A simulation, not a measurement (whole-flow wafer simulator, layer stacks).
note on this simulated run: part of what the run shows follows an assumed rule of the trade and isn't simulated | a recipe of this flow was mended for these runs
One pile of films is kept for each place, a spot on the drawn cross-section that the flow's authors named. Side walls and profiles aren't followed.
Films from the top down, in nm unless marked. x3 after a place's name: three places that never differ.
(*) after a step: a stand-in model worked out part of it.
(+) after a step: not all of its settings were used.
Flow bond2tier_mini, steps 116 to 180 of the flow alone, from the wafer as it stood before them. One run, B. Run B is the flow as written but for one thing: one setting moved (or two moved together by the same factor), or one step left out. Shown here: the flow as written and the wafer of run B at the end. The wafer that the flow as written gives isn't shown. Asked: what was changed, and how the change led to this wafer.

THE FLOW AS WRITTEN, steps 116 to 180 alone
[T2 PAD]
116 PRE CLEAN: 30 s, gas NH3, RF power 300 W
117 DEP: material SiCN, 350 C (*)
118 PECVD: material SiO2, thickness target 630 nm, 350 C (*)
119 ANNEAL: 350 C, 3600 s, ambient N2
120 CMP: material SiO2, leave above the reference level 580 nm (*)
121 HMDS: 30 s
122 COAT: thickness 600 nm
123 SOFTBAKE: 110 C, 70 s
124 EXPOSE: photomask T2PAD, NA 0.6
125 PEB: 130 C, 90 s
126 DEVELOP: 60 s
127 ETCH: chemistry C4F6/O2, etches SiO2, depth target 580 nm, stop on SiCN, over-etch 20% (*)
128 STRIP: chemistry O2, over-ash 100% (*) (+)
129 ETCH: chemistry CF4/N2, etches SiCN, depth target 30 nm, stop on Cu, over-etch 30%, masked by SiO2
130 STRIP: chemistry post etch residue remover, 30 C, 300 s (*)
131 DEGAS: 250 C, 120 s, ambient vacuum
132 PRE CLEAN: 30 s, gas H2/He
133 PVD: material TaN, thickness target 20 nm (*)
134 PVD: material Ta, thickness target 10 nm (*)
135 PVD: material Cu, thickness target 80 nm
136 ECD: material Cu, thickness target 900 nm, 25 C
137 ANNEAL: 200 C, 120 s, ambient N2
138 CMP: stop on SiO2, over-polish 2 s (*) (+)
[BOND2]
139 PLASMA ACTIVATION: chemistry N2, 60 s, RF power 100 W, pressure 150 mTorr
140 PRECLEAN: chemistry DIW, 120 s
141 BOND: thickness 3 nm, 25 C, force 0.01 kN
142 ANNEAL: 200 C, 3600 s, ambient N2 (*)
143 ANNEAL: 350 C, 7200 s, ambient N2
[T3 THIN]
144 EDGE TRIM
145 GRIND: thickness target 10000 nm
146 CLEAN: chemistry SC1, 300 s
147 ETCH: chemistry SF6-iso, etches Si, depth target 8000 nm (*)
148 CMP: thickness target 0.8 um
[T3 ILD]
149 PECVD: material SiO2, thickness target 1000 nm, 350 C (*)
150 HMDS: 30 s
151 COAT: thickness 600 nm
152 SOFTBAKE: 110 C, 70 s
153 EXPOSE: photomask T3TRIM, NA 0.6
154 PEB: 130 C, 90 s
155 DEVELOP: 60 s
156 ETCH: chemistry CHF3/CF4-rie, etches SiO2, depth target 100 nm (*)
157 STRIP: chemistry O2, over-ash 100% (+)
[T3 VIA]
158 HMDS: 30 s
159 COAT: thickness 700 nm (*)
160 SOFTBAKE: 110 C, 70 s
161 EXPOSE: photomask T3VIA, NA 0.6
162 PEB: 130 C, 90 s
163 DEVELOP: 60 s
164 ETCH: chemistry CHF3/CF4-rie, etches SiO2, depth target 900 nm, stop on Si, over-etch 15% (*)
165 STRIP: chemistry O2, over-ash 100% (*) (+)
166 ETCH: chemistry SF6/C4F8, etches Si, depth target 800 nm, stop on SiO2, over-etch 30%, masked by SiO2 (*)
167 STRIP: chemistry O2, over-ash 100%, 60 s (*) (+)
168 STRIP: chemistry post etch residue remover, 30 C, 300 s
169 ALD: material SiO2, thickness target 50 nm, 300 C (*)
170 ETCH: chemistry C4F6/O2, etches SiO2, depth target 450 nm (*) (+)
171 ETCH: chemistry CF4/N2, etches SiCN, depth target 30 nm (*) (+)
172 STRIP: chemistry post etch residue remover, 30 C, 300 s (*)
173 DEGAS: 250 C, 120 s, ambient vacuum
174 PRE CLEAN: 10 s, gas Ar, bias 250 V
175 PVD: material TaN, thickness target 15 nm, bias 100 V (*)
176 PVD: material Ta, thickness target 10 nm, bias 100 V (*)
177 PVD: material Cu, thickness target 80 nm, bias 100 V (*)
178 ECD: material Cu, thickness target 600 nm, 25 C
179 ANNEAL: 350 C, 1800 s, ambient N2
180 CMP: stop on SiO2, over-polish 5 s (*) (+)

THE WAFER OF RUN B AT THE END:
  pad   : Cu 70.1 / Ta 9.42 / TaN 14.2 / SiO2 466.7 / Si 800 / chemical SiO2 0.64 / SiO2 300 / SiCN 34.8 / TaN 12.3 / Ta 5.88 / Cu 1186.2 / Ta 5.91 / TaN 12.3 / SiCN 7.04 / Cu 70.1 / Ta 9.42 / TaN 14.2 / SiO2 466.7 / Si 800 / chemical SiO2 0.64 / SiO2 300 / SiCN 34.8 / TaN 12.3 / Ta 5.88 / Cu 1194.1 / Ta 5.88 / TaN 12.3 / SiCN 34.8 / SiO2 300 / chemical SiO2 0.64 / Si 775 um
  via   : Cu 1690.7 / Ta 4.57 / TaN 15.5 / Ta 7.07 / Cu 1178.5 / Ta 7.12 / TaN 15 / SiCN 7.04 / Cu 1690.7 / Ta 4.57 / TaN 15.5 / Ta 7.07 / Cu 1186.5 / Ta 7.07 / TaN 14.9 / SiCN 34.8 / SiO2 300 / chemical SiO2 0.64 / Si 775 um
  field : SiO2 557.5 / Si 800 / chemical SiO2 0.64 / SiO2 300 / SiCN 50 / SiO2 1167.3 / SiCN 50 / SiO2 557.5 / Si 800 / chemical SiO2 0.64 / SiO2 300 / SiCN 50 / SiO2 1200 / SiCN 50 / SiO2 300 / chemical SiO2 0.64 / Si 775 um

The cause: step 129, ETCH: depth target 18 nm was run, where the flow has depth target 30 nm.

How the change led to this, step by step:
  129 ETCH: chemistry CF4/N2, etches SiCN, depth target 30 nm, stop on Cu, over-etch 30%, masked by SiO2
      pad, via: SiCN -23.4 (as written it would be: SiCN -30.4 (all of it), Cu -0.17)
      field: SiO2 -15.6 (as written it would be: SiO2 -26)
  130 STRIP: chemistry post etch residue remover, 30 C, 300 s (*)
      pad, via: nothing (as written it would be: Cu -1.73)
Counting metal films that touch as one body, pad has 4 bodies (between them, from the top down: SiO2 466.7 / Si 800 / chemical SiO2 0.64 / SiO2 300 / SiCN 34.8; SiCN 7.04; SiO2 466.7 / Si 800 / chemical SiO2 0.64 / SiO2 300 / SiCN 34.8); the flow as written gives 3 bodies (between them, from the top down: SiO2 466.7 / Si 800 / chemical SiO2 0.64 / SiO2 300 / SiCN 34.8; SiO2 466.7 / Si 800 / chemical SiO2 0.64 / SiO2 300 / SiCN 34.8).
Counting metal films that touch as one body, via has 2 bodies (between them, from the top down: SiCN 7.04); the flow as written gives 1 body.
